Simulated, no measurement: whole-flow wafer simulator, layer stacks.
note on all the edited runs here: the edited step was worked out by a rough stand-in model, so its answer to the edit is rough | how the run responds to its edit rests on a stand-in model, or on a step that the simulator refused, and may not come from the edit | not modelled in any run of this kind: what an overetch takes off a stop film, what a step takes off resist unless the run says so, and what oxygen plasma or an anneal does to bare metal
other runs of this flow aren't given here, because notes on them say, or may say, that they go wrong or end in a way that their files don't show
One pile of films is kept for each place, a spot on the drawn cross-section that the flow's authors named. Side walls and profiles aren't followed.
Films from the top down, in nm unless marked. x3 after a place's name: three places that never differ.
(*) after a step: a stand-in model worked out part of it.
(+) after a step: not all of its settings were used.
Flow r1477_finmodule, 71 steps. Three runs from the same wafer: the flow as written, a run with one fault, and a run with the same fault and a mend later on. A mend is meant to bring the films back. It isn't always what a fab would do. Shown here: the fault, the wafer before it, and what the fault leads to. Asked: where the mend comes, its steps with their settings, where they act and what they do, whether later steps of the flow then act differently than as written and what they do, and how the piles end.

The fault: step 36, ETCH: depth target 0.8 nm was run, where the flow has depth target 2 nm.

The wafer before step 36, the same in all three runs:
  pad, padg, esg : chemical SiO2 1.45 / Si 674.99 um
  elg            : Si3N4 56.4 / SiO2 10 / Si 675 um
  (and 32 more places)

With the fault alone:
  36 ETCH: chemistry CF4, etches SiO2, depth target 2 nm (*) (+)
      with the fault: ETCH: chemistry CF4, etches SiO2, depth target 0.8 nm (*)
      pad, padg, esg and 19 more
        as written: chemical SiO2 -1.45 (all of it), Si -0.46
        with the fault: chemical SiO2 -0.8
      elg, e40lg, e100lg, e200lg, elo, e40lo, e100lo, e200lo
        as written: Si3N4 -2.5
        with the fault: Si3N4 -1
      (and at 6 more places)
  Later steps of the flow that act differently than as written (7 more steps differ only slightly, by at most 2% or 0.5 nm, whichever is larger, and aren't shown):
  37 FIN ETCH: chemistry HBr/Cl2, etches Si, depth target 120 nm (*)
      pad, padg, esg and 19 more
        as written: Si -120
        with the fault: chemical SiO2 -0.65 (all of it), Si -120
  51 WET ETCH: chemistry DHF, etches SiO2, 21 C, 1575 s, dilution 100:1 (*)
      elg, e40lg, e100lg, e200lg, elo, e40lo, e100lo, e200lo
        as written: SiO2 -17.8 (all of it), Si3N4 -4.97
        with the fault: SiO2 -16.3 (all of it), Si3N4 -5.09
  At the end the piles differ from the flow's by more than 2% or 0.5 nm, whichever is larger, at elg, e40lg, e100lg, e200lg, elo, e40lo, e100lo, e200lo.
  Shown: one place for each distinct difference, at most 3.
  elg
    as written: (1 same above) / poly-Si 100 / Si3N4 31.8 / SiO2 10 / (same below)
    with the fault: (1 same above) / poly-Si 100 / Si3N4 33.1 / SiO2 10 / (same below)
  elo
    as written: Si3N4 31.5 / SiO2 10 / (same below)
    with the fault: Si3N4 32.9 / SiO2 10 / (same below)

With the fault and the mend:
  The mend comes after step 36.
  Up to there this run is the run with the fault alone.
  36a ETCH: chemistry CF4, etches SiO2, depth target 1.2 nm (*) (+) (the flow's step 36 once more, with other settings)
      pad, padg, esg and 19 more
        chemical SiO2 -0.65 (all of it), Si -0.46
      elg, e40lg, e100lg, e200lg, elo, e40lo, e100lo, e200lo
        Si3N4 -1.5
      s40sg_line, s45sg_line, s50sg_line, s40so_line, s45so_line, s50so_line
        SiO2 -1.2
  No later step of the flow acts differently than as written at any place that is followed.
  At the end the piles are the same as the flow's at every place that both follow.
